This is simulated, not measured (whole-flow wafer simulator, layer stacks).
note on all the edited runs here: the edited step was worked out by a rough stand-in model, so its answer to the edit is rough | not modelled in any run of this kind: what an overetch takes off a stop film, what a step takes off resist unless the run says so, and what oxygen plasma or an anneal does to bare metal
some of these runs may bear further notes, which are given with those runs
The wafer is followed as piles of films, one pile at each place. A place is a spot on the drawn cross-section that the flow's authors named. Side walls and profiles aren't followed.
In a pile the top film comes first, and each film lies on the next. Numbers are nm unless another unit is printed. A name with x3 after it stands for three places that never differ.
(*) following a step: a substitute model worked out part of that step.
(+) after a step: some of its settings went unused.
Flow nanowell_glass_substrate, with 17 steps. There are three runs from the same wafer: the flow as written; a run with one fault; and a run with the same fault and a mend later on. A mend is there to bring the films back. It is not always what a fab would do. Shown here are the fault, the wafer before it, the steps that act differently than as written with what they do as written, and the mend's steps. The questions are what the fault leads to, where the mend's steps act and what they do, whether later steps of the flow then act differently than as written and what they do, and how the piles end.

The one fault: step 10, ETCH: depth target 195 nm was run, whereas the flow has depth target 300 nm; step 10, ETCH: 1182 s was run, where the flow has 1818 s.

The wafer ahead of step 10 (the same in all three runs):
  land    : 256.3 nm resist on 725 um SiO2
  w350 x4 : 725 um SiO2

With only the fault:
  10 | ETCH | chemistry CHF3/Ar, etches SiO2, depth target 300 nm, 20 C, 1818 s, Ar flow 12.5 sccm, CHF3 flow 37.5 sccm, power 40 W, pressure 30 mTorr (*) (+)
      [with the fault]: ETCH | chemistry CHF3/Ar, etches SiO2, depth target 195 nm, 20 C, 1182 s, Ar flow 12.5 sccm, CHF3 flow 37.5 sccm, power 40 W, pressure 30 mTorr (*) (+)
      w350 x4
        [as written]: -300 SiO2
        [with the fault]: -195 SiO2
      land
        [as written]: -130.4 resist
        [with the fault]: -84.8 resist
  Steps later in the flow that act otherwise than as written:
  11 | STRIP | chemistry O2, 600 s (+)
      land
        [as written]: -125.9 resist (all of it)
        [with the fault]: -171.6 resist (all of it)
  At the end the piles are close to the flow's at the places that both follow, differing by at most 2% or 0.5 nm, whichever is larger.

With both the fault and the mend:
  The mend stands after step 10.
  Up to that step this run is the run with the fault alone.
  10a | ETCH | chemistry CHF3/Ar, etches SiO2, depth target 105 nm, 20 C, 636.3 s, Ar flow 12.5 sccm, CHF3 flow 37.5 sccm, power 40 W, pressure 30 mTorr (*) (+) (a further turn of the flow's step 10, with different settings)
      w350 x4
        -105 SiO2
      land
        -45.7 resist
  None of the later steps of the flow acts differently than as written at any place that is followed.
  The piles end the same as the flow's at every place that both follow.
